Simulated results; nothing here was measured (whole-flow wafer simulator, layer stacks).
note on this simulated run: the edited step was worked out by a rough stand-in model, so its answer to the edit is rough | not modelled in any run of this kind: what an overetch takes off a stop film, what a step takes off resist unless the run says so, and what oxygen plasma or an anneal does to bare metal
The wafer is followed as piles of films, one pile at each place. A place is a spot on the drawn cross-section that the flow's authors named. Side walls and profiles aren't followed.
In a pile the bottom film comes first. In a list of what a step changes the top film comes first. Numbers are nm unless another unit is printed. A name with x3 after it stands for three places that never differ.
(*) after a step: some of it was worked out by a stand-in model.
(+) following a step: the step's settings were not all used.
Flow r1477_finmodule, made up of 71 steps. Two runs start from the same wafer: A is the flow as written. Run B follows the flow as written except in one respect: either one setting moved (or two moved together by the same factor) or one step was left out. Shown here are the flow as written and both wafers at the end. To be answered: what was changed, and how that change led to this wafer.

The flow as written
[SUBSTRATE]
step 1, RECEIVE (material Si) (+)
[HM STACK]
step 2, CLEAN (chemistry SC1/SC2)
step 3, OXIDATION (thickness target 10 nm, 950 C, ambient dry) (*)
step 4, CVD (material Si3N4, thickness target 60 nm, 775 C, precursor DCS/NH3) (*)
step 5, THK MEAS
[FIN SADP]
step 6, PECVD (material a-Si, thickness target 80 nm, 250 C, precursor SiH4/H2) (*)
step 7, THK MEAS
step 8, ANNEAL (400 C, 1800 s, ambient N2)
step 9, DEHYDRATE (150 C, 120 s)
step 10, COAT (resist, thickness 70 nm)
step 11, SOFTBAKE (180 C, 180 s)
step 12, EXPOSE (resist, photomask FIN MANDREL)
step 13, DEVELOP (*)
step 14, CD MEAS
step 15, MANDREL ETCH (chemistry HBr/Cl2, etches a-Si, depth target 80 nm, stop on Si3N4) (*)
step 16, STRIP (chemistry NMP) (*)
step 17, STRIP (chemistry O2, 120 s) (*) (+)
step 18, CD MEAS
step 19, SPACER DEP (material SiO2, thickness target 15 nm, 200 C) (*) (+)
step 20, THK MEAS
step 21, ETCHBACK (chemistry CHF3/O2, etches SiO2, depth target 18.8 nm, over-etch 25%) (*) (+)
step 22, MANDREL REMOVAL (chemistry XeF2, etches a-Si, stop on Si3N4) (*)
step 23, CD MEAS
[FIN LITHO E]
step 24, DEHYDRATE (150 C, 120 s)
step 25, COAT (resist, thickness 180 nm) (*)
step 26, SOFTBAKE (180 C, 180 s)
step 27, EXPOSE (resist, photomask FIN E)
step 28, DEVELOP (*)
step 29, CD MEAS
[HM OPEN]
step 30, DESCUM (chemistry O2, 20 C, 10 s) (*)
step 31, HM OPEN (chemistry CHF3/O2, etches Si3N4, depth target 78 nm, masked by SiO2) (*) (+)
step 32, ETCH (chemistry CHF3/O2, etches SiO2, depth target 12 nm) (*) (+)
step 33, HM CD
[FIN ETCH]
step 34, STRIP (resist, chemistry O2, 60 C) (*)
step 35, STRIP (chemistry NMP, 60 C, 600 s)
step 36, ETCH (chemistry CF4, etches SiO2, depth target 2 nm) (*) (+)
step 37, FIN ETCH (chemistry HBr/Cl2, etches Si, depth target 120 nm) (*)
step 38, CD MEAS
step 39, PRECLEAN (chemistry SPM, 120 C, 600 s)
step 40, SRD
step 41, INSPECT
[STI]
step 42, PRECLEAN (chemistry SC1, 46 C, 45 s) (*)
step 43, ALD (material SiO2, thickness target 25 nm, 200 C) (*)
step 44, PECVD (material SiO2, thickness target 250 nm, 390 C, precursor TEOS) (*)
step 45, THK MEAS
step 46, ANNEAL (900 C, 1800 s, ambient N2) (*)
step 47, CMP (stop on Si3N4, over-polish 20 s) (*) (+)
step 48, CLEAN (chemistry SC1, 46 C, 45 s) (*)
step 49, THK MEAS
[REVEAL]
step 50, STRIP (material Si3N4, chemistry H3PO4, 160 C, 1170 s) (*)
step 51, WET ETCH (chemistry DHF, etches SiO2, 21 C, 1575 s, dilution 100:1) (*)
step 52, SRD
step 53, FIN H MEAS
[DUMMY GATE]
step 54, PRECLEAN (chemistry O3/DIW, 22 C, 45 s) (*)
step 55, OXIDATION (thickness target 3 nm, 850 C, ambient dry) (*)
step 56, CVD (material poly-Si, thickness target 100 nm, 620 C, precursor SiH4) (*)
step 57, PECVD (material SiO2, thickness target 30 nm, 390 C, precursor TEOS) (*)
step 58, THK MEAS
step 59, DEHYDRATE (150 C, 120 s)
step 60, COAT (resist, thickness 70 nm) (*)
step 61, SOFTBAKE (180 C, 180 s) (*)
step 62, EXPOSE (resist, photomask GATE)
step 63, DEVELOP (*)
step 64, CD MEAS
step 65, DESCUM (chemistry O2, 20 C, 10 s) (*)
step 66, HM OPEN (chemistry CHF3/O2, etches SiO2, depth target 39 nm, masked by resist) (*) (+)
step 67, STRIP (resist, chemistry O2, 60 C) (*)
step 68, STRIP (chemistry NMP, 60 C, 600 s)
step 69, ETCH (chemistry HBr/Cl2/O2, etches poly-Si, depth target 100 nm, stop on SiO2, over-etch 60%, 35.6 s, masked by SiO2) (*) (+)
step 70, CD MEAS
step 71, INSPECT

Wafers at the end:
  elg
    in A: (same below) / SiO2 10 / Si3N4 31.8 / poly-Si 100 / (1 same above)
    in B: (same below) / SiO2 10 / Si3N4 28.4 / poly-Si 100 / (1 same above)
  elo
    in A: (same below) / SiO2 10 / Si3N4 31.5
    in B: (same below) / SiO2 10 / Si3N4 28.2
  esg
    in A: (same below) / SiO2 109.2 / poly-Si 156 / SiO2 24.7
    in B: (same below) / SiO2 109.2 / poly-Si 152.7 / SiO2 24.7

The reason: step 21, ETCHBACK: depth target 22.6 nm was run, whereas the flow has depth target 18.8 nm.

The path from the change to this, step by step:
  step 21, ETCHBACK (chemistry CHF3/O2, etches SiO2, depth target 18.8 nm, over-etch 25%) (*) (+)
      pad, padg, elg and 21 more: A SiO2 loses 15 (all of it), Si3N4 loses 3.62 | B SiO2 loses 15 (all of it), Si3N4 loses 7.24
      s40cg, s45cg, s50cg, s40co, s45co, s50co: A SiO2 loses 15.4 (all of it), a-Si loses 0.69 | B SiO2 loses 15.4 (all of it), a-Si loses 1.45
      (as well as at 6 more places)
  step 31, HM OPEN (chemistry CHF3/O2, etches Si3N4, depth target 78 nm, masked by SiO2) (*) (+)
      pad, padg, esg and 13 more: A Si3N4 loses 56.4 (all of it), SiO2 loses 10 (all of it) | B Si3N4 loses 52.8 (all of it), SiO2 loses 10 (all of it)
  step 51, WET ETCH (chemistry DHF, etches SiO2, 21 C, 1575 s, dilution 100:1) (*)
      elg, e40lg, e100lg, e200lg, elo, e40lo, e100lo, e200lo: A SiO2 loses 17.8 (all of it), Si3N4 loses 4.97 | B SiO2 loses 21.5 (all of it), Si3N4 loses 4.68
  step 56, CVD (material poly-Si, thickness target 100 nm, 620 C, precursor SiH4) (*)
      esg: A poly-Si gains 156 (new film) | B poly-Si gains 152.7 (new film)
  step 60, COAT (resist, thickness 70 nm) (*)
      e40sg, eso, e40so: A resist gains 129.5 (new film) | B resist gains 126.3 (new film)
      e100sg, e100so: A resist gains 129.4 (new film) | B resist gains 126.3 (new film)
      (as well as at 2 more places)
  step 63, DEVELOP (*)
      eso, e40so: A resist loses 129.5 (all of it) | B resist loses 126.3 (all of it)
      e100so: A resist loses 129.4 (all of it) | B resist loses 126.3 (all of it)
      (as well as at 1 more place)
  step 67, STRIP (resist, chemistry O2, 60 C) (*)
      e40sg: A resist loses 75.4 (all of it) | B resist loses 72.2 (all of it)
      e100sg: A resist loses 75.3 (all of it) | B resist loses 72.2 (all of it)
      (as well as at 1 more place)
